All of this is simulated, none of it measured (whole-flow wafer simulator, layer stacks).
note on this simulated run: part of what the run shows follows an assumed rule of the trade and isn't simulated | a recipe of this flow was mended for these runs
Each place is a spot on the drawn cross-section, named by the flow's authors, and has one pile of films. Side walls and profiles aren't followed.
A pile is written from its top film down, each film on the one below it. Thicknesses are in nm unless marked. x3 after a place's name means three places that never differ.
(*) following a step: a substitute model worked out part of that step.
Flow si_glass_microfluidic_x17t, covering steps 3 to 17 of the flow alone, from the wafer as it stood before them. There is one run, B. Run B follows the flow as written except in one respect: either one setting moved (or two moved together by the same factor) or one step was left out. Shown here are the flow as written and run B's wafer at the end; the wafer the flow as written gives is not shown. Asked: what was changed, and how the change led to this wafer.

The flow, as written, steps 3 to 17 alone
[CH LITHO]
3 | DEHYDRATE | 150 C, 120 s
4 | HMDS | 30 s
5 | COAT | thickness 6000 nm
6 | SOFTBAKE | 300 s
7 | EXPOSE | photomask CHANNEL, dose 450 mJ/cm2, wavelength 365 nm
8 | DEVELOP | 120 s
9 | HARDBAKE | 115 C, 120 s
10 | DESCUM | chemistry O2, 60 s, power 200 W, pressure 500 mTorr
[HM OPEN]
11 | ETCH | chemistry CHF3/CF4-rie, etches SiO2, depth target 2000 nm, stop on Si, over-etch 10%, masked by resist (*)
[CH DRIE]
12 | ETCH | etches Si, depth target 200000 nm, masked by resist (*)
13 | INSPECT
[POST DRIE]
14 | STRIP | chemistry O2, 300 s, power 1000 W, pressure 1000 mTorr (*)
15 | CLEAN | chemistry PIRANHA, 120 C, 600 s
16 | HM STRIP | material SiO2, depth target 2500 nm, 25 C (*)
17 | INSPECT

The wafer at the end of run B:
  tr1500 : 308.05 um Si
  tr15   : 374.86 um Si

Cause: step 5, COAT: thickness 8160 nm was run, while the flow as written has thickness 6000 nm.

Step by step, how the change led to this:
  5 | COAT | thickness 6000 nm
      land, tr110, tr1500, tr15: +8160 thick-i-line-resist (new film) (it would be, as written: +6000 thick-i-line-resist (new film))
  8 | DEVELOP | 120 s
      tr110, tr1500, tr15: -8160 thick-i-line-resist (all of it) (it would be, as written: -6000 thick-i-line-resist (all of it))
  9 | HARDBAKE | 115 C, 120 s
      land: -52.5 thick-i-line-resist (it would be, as written: -33.5 thick-i-line-resist)
  12 | ETCH | etches Si, depth target 200000 nm, masked by resist (*)
      tr1500: -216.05 um Si (it would be, as written: -215.73 um Si)
      tr15: -149.23 um Si (it would be, as written: -149.99 um Si)
  14 | STRIP | chemistry O2, 300 s, power 1000 W, pressure 1000 mTorr (*)
      land: -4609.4 thick-i-line-resist (all of it) (it would be, as written: -2472.3 thick-i-line-resist (all of it))
